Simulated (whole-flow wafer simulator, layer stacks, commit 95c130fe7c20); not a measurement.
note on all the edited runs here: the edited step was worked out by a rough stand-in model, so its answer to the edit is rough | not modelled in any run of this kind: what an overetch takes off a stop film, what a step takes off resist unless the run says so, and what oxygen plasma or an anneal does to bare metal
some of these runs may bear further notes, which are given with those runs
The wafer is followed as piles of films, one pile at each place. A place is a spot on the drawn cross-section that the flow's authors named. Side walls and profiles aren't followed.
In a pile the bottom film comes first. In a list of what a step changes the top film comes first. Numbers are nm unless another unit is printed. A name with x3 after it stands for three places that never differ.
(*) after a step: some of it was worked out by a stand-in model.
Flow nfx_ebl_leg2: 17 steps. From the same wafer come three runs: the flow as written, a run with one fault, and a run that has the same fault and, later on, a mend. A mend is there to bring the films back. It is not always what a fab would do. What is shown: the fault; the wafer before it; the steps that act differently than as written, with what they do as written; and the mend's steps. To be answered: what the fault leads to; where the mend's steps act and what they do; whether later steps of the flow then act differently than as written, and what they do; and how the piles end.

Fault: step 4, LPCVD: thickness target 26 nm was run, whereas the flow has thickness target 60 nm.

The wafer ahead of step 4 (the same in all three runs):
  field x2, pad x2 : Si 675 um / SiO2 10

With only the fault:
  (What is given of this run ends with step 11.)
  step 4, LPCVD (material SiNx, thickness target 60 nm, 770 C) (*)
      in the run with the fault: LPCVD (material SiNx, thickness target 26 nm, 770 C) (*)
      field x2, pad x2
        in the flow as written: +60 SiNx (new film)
        in the run with the fault: +26 SiNx (new film)
  Later steps of the flow up to step 11 that are run all act as written at every place that is followed.
  The piles after step 11 differ from the flow's at field x2, pad x2 by more than 2% or 0.5 nm, whichever is larger.
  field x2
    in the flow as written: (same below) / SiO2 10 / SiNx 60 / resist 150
    in the run with the fault: (same below) / SiO2 10 / SiNx 26 / resist 150
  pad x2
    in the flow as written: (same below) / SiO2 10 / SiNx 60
    in the run with the fault: (same below) / SiO2 10 / SiNx 26

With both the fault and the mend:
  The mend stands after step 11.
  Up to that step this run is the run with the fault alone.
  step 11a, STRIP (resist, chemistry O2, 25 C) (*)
      field x2
        -150 resist (all of it)
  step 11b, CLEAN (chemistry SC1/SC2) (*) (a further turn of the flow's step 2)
      does not change any film at any place that is followed
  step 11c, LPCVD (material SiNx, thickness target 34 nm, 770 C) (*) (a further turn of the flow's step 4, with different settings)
      field x2, pad x2
        +34 SiNx
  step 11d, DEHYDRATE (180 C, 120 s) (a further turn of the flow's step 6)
      does not change any film at any place that is followed
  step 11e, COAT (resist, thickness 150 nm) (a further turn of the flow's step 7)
      field x2, pad x2
        +150 resist (new film)
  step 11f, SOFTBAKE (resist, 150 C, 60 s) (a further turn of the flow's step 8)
      does not change any film at any place that is followed
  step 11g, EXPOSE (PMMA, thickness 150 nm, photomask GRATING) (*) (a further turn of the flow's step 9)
      does not change any film at any place that is followed
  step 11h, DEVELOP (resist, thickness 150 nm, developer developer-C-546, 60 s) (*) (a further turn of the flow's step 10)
      pad x2
        -150 resist (all of it)
  Later steps of the flow that are run all act as written at every place that is followed.
  By the end, the piles equal the flow's at every place that both follow.
